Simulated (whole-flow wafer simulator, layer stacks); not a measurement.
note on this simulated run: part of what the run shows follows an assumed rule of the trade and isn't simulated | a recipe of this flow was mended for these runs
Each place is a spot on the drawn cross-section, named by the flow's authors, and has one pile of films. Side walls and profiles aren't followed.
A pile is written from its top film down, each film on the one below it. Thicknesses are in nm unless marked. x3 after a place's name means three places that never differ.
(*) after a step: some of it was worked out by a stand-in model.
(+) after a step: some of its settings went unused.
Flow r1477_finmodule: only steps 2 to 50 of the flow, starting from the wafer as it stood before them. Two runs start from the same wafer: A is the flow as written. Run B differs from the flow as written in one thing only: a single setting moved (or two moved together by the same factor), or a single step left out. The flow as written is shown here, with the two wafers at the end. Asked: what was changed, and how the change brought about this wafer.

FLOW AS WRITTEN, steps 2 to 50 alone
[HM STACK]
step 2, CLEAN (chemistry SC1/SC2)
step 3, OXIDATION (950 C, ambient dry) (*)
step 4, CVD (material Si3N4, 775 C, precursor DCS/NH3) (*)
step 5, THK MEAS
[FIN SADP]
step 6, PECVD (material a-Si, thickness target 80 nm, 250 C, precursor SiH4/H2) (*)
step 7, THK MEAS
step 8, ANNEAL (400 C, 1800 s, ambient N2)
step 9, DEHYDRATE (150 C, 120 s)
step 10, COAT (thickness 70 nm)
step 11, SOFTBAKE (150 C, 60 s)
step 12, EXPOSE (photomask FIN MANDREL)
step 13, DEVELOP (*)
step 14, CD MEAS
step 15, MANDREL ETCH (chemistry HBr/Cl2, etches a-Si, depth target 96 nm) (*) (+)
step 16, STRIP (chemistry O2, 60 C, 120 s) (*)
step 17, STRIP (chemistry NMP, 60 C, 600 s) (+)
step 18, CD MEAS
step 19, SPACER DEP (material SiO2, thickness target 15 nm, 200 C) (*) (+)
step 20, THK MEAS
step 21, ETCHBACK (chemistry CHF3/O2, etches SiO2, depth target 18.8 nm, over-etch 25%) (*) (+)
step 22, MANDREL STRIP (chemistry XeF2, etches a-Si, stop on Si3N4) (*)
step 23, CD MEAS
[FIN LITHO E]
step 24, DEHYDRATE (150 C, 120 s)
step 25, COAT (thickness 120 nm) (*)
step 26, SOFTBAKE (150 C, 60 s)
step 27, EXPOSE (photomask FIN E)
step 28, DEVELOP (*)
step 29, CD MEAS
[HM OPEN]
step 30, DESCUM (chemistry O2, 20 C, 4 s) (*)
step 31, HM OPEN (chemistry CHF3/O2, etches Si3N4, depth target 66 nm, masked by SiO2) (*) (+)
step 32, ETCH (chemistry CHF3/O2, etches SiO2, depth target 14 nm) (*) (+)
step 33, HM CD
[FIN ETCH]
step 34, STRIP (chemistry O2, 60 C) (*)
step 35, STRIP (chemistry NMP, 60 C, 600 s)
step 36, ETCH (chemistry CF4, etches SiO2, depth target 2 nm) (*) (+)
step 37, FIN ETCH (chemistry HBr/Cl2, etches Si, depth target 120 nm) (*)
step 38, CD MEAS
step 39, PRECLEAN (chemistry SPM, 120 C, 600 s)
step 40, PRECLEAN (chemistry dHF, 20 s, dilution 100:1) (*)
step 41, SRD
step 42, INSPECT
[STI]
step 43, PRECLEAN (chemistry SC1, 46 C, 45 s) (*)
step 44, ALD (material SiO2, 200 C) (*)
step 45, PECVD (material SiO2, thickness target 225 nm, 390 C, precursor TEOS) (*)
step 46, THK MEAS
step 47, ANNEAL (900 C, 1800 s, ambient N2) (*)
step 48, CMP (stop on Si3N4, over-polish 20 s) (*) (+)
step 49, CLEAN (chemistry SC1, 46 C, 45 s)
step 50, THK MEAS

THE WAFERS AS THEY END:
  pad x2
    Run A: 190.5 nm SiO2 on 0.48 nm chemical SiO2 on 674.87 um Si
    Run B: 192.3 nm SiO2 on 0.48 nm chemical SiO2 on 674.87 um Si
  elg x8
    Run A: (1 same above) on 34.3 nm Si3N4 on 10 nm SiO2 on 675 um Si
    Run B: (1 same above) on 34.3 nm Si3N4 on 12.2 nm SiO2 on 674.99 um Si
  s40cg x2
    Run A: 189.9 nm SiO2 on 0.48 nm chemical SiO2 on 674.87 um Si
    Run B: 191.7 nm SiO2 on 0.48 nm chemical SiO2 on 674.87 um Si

What caused this: step 3, OXIDATION: 969 C was run, though the flow has 950 C.

How this came from the change, step by step:
  step 3, OXIDATION (950 C, ambient dry) (*)
      pad x2, elg x8, esg x8 and 18 more: A SiO2 gains 10 (new film), chemical SiO2 loses 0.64 (all of it), Si loses 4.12 | B SiO2 gains 12.2 (new film), chemical SiO2 loses 0.64 (all of it), Si loses 5.1
  step 32, ETCH (chemistry CHF3/O2, etches SiO2, depth target 14 nm) (*) (+)
      pad x2, esg x8, s40sg x2, s45sg x2, s50sg x2: A SiO2 loses 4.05 (all of it), Si loses 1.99 | B SiO2 loses 6.29 (all of it), Si loses 1.54
      s40cg x2, s45cg x2, s50cg x2: A SiO2 loses 7 (all of it), Si loses 1.4 | B SiO2 loses 9.24 (all of it), Si loses 0.95
  step 48, CMP (stop on Si3N4, over-polish 20 s) (*) (+)
      pad x2: A SiO2 loses 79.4 | B SiO2 loses 77.6
